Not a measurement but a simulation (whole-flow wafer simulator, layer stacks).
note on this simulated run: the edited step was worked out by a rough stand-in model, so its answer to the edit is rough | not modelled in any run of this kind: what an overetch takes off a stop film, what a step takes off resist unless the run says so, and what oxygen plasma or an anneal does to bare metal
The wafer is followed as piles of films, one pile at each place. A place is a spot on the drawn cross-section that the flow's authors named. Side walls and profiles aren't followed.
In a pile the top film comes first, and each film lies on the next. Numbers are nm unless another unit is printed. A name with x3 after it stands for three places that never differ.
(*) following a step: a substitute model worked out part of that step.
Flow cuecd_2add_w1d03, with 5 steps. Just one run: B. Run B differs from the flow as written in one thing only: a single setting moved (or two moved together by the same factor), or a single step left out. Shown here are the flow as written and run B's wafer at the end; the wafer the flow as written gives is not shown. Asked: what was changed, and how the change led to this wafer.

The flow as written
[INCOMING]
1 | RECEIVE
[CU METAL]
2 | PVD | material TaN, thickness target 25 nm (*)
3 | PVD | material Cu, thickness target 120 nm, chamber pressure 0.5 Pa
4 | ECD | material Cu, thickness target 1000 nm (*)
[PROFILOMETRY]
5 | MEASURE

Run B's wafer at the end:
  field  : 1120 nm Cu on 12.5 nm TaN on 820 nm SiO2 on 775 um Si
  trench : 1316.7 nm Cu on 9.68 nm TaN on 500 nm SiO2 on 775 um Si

Cause: step 2, PVD: thickness target 12.5 nm was run, though the flow has thickness target 25 nm.
One can read it off the wafer: field has TaN 12.5, and step 2 as written asks for 25 nm.

Step by step, how the change led to this:
  2 | PVD | material TaN, thickness target 25 nm (*)
      field: TaN gains 12.5 (new film) (as written it would have been: TaN gains 25 (new film))
      trench: TaN gains 9.68 (new film) (as written it would have been: TaN gains 19.4 (new film))
